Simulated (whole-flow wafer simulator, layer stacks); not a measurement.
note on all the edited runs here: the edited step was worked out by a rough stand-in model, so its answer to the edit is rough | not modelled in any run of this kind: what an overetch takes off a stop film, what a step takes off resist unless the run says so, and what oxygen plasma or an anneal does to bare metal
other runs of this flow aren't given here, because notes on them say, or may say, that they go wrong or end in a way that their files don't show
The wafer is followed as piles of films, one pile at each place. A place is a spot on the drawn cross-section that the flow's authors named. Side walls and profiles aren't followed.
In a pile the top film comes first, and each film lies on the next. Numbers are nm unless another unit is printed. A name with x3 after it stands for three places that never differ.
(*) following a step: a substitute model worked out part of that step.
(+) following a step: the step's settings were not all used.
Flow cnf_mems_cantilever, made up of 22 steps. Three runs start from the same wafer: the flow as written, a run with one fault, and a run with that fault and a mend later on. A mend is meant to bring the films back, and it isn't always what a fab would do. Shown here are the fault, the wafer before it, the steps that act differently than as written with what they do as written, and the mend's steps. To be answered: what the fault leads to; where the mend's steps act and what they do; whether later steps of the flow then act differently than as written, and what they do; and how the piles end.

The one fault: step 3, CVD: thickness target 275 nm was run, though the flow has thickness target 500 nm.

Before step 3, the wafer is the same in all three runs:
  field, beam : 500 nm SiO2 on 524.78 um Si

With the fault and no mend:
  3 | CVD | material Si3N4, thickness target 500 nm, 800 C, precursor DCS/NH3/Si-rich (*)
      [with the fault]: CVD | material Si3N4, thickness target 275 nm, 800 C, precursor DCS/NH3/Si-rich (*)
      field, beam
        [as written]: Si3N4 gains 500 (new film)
        [with the fault]: Si3N4 gains 275 (new film)
  Steps further on in the flow that do not act as written:
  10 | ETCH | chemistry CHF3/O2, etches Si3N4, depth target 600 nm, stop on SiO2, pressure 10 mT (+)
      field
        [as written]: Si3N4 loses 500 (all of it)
        [with the fault]: Si3N4 loses 275 (all of it)
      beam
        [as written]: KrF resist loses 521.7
        [with the fault]: KrF resist loses 358.7
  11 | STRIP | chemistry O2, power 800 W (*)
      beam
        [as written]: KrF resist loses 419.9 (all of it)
        [with the fault]: KrF resist loses 583 (all of it)
  At beam, the piles at the end differ from the flow's by more than 2% or 0.5 nm, whichever is larger.
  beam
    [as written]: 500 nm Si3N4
    [with the fault]: 275 nm Si3N4

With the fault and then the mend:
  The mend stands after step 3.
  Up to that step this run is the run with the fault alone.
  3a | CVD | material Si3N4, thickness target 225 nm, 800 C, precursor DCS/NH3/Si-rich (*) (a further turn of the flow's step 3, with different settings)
      field, beam
        Si3N4 gains 225
  Later steps of the flow that are run all act as written at every place that is followed.
  At every place that both follow, the piles at the end match the flow's.
